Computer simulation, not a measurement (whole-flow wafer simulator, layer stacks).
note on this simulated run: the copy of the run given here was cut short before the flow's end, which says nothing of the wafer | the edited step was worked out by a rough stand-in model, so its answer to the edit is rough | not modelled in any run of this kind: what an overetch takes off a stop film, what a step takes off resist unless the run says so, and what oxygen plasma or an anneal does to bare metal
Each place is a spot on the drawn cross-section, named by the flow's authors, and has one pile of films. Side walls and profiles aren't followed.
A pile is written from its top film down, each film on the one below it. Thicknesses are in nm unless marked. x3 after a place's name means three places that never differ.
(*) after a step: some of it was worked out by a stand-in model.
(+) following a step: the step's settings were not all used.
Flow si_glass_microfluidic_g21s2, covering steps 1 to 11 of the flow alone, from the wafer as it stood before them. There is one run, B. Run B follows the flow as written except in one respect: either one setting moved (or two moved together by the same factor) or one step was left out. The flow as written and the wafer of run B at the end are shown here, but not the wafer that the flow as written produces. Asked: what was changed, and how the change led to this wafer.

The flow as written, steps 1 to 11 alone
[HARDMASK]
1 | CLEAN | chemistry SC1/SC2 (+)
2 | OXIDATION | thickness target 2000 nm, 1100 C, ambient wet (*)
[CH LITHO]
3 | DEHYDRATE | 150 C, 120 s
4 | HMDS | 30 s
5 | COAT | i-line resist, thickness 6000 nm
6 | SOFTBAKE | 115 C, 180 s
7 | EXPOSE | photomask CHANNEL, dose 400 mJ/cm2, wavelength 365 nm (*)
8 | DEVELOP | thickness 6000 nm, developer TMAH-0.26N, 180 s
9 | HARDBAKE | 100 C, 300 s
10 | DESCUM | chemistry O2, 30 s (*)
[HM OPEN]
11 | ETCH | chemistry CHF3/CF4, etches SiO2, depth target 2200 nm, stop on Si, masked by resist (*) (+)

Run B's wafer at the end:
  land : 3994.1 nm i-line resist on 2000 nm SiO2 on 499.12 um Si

What caused this: step 11, ETCH: depth target 2365 nm was run, while the flow as written has depth target 2200 nm.

How this came from the change, step by step:
  11 | ETCH | chemistry CHF3/CF4, etches SiO2, depth target 2200 nm, stop on Si, masked by resist (*) (+)
      land: i-line resist loses 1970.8 (as written it would have been: i-line resist loses 1833.3)
